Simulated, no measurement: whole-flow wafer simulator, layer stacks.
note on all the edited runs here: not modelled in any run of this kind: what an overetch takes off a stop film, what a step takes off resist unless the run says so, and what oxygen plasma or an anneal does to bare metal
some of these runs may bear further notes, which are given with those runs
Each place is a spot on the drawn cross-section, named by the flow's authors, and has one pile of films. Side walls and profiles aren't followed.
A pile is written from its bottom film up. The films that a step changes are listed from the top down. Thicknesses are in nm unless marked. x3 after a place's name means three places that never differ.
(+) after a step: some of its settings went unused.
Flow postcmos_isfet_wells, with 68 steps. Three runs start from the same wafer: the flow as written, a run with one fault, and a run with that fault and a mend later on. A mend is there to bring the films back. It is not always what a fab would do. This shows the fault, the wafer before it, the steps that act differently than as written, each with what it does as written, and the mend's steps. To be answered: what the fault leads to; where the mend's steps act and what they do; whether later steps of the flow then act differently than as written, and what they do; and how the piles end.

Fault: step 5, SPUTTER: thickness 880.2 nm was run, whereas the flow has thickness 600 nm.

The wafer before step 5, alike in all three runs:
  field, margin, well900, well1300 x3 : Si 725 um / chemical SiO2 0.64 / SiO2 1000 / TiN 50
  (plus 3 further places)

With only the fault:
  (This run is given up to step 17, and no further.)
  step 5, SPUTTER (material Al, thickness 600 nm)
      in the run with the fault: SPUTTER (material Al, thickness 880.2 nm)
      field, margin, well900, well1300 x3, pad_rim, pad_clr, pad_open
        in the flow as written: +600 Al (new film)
        in the run with the fault: +880.2 Al (new film)
  Later steps of the flow acting differently than as written:
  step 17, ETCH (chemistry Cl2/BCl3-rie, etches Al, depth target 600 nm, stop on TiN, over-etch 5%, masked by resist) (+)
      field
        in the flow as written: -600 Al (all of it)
        in the run with the fault: -600 Al
  After step 17, at field, margin, well900, well1300 x3, pad_rim, pad_clr, pad_open, the piles differ from the flow's by more than 2% or 0.5 nm, whichever is larger.
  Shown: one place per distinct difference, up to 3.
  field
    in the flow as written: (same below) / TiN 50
    in the run with the fault: (same below) / TiN 50 / Al 280.2
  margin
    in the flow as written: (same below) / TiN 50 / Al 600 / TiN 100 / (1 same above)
    in the run with the fault: (same below) / TiN 50 / Al 880.2 / TiN 100 / (1 same above)

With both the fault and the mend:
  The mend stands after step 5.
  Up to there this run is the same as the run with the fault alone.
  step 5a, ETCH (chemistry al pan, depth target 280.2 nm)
      field, margin, well900, well1300 x3, pad_rim, pad_clr, pad_open
        -280.2 Al
  Every later step of the flow that is run acts as written at every place that is followed.
  By the end, the piles equal the flow's at every place that both follow.
